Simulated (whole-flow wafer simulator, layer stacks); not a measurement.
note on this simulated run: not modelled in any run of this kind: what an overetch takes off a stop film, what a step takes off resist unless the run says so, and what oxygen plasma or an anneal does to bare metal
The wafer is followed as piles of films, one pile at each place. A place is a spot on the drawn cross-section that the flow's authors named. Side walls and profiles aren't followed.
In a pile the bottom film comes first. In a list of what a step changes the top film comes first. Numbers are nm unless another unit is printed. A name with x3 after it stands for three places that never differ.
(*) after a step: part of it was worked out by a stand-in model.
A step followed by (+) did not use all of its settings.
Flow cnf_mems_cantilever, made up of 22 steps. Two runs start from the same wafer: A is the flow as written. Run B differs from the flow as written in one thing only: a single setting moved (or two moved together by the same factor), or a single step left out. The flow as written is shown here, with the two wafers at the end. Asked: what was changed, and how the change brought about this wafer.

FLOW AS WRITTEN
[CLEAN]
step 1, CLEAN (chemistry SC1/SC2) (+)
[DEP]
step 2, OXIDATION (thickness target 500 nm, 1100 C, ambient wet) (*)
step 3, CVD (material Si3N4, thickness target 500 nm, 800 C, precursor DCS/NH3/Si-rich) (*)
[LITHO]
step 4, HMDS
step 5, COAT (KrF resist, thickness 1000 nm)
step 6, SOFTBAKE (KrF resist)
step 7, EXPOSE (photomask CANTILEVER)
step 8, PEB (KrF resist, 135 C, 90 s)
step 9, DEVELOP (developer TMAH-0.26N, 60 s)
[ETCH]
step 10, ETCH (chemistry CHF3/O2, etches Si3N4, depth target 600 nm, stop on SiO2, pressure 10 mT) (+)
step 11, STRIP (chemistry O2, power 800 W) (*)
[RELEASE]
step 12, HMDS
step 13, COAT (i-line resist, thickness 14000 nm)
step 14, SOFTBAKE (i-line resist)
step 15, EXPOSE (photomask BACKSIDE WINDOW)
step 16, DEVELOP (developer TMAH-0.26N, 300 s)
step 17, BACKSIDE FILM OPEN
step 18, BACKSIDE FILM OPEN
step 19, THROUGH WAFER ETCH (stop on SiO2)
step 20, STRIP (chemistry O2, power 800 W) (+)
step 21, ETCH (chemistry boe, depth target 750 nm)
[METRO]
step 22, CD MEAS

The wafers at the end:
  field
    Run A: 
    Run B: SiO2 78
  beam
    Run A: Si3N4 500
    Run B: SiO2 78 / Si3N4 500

The reason: step 21, ETCH: depth target 422 nm was run, though the flow has depth target 750 nm.

The path from the change to this, step by step:
  step 21, ETCH (chemistry boe, depth target 750 nm)
      field: A -500 SiO2 (all of it) | B -422 SiO2
      beam: A under 1 film: -500 SiO2 (all of it) | B under 1 film: -422 SiO2
